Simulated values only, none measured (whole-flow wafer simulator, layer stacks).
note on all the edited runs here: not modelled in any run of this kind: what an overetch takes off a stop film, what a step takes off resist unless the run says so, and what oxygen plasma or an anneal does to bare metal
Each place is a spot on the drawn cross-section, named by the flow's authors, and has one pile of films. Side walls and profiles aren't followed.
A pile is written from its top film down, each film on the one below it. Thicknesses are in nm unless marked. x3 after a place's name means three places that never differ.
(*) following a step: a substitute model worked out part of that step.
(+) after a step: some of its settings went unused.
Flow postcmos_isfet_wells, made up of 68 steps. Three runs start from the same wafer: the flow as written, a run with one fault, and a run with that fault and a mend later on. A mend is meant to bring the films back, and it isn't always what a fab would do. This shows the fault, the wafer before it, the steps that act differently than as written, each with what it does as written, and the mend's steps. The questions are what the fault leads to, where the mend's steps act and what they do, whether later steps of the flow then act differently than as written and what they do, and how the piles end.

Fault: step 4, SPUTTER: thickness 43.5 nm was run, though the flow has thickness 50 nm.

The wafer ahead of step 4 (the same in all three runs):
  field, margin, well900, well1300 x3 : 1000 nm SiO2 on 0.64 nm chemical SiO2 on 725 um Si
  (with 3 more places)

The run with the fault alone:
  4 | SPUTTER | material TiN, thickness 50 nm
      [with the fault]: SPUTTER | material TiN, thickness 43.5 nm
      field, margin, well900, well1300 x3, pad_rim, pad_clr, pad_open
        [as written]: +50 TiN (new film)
        [with the fault]: +43.5 TiN (new film)
  Later steps of the flow acting differently than as written:
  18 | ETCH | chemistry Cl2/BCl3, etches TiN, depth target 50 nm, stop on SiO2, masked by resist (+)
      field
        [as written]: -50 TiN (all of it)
        [with the fault]: -43.5 TiN (all of it)
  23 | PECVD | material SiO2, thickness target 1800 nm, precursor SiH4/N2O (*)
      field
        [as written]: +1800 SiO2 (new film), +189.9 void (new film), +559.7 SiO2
        [with the fault]: +1800 SiO2 (new film), +185 void (new film), +558.1 SiO2
  The piles end different from the flow's at field, margin, well900, well1300 x3, pad_rim, pad_clr, pad_open by more than 2% or 0.5 nm, whichever is larger.
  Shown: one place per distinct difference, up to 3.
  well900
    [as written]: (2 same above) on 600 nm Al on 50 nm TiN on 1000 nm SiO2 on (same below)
    [with the fault]: (2 same above) on 600 nm Al on 43.5 nm TiN on 1000 nm SiO2 on (same below)
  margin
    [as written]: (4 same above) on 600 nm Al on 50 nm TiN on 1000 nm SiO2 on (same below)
    [with the fault]: (4 same above) on 600 nm Al on 43.5 nm TiN on 1000 nm SiO2 on (same below)
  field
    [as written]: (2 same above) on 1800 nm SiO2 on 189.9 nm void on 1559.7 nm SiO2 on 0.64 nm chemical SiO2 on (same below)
    [with the fault]: (2 same above) on 1800 nm SiO2 on 185 nm void on 1558.1 nm SiO2 on 0.64 nm chemical SiO2 on (same below)

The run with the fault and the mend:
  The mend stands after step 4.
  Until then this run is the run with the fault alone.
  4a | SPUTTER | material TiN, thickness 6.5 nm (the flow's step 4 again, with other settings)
      field, margin, well900, well1300 x3, pad_rim, pad_clr, pad_open
        +6.5 TiN
  None of the later steps of the flow acts differently than as written at any place that is followed.
  By the end, the piles equal the flow's at every place that both follow.
